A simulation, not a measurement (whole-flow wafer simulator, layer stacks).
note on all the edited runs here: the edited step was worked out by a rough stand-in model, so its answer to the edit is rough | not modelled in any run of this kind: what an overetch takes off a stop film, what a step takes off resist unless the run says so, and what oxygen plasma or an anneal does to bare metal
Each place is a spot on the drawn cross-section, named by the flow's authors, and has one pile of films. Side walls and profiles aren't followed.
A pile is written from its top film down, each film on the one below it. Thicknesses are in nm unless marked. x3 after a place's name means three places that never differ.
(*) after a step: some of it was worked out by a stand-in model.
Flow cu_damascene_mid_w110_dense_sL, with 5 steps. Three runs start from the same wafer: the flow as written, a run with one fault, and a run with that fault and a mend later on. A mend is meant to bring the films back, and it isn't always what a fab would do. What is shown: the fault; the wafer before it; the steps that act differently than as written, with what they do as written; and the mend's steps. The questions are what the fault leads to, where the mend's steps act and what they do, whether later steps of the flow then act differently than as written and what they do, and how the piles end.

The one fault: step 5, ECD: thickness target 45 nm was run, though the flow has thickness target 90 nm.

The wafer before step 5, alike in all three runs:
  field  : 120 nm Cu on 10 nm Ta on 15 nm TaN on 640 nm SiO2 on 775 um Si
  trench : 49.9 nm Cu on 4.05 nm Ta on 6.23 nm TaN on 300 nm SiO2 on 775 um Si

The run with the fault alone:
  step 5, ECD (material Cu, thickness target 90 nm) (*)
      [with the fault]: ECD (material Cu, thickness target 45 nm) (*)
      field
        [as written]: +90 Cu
        [with the fault]: +45 Cu
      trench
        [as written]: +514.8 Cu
        [with the fault]: +469.8 Cu
  Every later step of the flow that is run acts as written at every place that is followed.
  The piles end different from the flow's at field, trench by more than 2% or 0.5 nm, whichever is larger.
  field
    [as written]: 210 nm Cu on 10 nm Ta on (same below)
    [with the fault]: 165 nm Cu on 10 nm Ta on (same below)
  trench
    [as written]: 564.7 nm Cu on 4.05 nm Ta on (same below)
    [with the fault]: 519.7 nm Cu on 4.05 nm Ta on (same below)

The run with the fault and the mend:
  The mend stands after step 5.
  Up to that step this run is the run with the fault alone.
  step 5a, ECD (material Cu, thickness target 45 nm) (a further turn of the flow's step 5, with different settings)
      field, trench
        +45 Cu
  Every later step of the flow that is run acts as written at every place that is followed.
  By the end, the piles equal the flow's at every place that both follow.
